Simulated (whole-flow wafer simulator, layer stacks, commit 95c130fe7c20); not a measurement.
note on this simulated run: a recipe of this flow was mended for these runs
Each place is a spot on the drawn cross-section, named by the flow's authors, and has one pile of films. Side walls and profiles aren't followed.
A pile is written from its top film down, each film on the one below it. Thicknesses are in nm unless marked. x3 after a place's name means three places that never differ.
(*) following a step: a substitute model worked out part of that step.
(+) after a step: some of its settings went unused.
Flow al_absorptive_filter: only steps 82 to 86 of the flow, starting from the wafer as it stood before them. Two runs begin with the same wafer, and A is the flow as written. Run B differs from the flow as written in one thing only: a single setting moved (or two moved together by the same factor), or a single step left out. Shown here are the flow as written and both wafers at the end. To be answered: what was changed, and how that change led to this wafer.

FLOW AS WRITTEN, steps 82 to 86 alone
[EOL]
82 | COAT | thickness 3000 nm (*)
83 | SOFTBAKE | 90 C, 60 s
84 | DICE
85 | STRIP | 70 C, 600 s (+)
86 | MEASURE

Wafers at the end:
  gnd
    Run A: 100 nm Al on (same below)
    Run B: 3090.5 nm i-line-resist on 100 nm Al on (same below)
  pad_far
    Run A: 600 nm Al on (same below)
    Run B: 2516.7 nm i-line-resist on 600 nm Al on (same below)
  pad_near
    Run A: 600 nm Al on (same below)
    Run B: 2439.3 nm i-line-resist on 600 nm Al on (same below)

What caused this: step 85, STRIP: 70 C, 600 s (+), was omitted.

How this came from the change, step by step:
  (no step that both runs have acts differently)
